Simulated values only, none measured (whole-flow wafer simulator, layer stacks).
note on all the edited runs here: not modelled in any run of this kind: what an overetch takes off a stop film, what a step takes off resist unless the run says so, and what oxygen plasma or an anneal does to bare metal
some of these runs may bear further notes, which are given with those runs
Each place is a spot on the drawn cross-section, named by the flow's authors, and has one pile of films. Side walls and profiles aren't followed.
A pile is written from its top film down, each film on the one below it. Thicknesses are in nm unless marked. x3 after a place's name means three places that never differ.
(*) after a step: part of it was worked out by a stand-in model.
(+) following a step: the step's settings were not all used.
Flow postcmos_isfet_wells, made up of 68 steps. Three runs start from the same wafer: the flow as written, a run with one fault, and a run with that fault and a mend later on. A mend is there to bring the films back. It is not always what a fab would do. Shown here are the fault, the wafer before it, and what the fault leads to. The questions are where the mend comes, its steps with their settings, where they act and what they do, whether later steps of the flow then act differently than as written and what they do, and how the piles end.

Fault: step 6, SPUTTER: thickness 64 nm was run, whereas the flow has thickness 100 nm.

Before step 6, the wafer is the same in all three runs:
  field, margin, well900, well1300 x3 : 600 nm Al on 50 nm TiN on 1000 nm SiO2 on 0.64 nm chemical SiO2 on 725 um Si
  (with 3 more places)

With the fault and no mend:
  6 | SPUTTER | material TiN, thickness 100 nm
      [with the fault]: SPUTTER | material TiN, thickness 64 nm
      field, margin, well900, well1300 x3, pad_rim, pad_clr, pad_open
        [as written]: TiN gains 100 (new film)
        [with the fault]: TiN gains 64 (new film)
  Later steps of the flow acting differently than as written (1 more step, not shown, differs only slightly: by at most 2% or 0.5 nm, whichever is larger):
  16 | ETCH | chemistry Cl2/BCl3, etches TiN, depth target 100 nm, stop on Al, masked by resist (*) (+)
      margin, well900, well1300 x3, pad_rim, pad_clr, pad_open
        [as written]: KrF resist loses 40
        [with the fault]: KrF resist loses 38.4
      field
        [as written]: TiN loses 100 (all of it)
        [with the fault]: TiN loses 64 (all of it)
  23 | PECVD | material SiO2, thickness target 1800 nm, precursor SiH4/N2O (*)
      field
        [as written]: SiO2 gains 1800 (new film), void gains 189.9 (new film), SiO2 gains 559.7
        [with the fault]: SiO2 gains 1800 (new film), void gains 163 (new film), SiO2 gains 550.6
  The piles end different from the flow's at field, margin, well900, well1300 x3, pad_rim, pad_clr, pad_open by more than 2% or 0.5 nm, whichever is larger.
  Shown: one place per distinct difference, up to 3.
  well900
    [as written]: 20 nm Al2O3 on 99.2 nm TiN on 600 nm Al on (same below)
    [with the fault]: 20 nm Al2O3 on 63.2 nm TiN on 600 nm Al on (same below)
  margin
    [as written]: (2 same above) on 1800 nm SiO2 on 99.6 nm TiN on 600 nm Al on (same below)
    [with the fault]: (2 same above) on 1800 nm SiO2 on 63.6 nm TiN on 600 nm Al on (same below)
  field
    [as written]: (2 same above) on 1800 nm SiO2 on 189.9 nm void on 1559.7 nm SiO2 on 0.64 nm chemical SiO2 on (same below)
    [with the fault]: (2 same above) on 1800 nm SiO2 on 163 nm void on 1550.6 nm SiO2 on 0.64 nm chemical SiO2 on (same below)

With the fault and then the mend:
  After step 15 comes the mend.
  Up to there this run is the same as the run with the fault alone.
  15a | STRIP | chemistry O2, 600 s (+)
      margin, well900, well1300 x3, pad_rim, pad_clr, pad_open
        KrF resist loses 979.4 (all of it)
  15b | SPUTTER | material TiN, thickness 36 nm (the flow's step 6 again, with other settings)
      field, margin, well900, well1300 x3, pad_rim, pad_clr, pad_open
        TiN gains 36
  15c | HMDS | 30 s (the flow's step 8 again)
      does not change any film at any place that is followed
  15d | COAT | KrF resist (the flow's step 9 again)
      field, margin, well900, well1300 x3, pad_rim, pad_clr, pad_open
        KrF resist gains 1000 (new film)
  15e | SOFTBAKE | material KrF resist (the flow's step 10 again)
      does not change any film at any place that is followed
  15f | EBR (the flow's step 11 again)
      does not change any film at any place that is followed
  15g | EXPOSE | photomask PLATE, NA 0.55, wavelength 248 nm (*) (the flow's step 12 again)
      does not change any film at any place that is followed
  15h | PEB (the flow's step 13 again)
      field, margin, well900, well1300 x3, pad_rim, pad_clr, pad_open
        KrF resist loses 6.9
  15i | DEVELOP | 60 s (the flow's step 14 again)
      margin, well900, well1300 x3, pad_rim, pad_clr, pad_open
        KrF resist loses 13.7
      field
        KrF resist loses 993.1 (all of it)
  None of the later steps of the flow acts differently than as written at any place that is followed.
  At every place that both follow, the piles at the end match the flow's.
